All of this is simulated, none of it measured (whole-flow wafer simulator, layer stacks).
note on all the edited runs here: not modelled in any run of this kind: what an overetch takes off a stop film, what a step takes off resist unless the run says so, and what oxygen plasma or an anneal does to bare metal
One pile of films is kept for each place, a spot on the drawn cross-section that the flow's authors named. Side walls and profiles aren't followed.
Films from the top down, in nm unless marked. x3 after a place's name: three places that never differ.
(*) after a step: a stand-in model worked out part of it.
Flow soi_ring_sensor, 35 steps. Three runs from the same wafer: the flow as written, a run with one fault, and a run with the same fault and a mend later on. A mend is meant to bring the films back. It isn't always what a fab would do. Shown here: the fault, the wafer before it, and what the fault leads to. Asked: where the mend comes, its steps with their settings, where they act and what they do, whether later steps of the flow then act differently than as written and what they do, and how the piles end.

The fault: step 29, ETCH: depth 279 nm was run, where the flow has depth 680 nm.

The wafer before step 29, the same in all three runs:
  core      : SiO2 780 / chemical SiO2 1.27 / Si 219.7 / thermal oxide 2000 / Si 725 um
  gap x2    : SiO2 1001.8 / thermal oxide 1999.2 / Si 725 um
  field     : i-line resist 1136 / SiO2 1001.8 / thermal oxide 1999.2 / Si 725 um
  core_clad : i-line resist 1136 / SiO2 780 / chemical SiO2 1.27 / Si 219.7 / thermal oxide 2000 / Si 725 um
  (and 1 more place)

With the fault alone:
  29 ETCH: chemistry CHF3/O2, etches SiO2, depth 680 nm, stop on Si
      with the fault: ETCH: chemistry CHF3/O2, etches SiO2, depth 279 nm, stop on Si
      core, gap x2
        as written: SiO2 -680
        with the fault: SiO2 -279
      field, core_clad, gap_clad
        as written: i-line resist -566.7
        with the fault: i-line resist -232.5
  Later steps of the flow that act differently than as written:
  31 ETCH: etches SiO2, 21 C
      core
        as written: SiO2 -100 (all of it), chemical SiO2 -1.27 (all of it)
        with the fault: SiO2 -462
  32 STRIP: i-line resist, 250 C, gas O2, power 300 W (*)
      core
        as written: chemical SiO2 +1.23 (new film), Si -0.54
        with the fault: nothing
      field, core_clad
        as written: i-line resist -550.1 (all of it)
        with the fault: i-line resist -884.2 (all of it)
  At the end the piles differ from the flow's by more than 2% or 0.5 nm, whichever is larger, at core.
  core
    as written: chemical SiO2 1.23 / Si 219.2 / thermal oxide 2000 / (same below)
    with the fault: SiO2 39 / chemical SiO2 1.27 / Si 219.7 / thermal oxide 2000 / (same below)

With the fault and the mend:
  The mend comes after step 29.
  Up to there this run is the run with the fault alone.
  29a ETCH: chemistry CHF3/O2, etches SiO2, depth 401 nm, stop on Si (the flow's step 29 once more, with other settings)
      core, gap x2
        SiO2 -401
      field, core_clad, gap_clad
        i-line resist -334.2
  No later step of the flow acts differently than as written at any place that is followed.
  At the end the piles are the same as the flow's at every place that both follow.
